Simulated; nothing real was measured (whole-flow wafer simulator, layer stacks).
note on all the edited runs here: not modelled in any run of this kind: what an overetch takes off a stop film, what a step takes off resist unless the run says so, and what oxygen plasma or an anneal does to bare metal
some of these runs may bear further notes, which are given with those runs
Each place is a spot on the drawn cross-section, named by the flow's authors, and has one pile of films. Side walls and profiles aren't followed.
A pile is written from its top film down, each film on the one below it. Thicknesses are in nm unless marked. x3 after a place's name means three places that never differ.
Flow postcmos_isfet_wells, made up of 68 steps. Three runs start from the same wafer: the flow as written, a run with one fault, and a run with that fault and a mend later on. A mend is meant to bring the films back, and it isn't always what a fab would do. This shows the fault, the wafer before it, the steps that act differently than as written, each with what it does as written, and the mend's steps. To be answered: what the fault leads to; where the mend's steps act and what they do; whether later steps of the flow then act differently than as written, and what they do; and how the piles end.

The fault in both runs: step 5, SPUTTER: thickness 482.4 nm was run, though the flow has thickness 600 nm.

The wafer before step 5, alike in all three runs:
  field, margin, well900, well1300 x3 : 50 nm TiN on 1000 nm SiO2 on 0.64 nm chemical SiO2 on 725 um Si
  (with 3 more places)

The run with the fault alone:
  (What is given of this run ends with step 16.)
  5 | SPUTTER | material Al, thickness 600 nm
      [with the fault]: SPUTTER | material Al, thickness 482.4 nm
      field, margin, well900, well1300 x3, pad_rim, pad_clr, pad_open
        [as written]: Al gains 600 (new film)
        [with the fault]: Al gains 482.4 (new film)
  Every later step of the flow up to step 16 that is run acts as written at every place that is followed.
  After step 16, at field, margin, well900, well1300 x3, pad_rim, pad_clr, pad_open, the piles differ from the flow's by more than 2% or 0.5 nm, whichever is larger.
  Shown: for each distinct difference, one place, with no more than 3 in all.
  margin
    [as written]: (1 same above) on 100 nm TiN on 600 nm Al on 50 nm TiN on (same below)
    [with the fault]: (1 same above) on 100 nm TiN on 482.4 nm Al on 50 nm TiN on (same below)
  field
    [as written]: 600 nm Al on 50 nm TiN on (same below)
    [with the fault]: 482.4 nm Al on 50 nm TiN on (same below)

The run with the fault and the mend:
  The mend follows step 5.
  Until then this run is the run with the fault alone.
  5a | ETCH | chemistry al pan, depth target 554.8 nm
      field, margin, well900, well1300 x3, pad_rim, pad_clr, pad_open
        Al loses 482.4 (all of it)
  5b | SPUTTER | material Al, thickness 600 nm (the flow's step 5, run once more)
      field, margin, well900, well1300 x3, pad_rim, pad_clr, pad_open
        Al gains 600 (new film)
  Every later step of the flow that is run acts as written at every place that is followed.
  At every place that both follow, the piles at the end match the flow's.
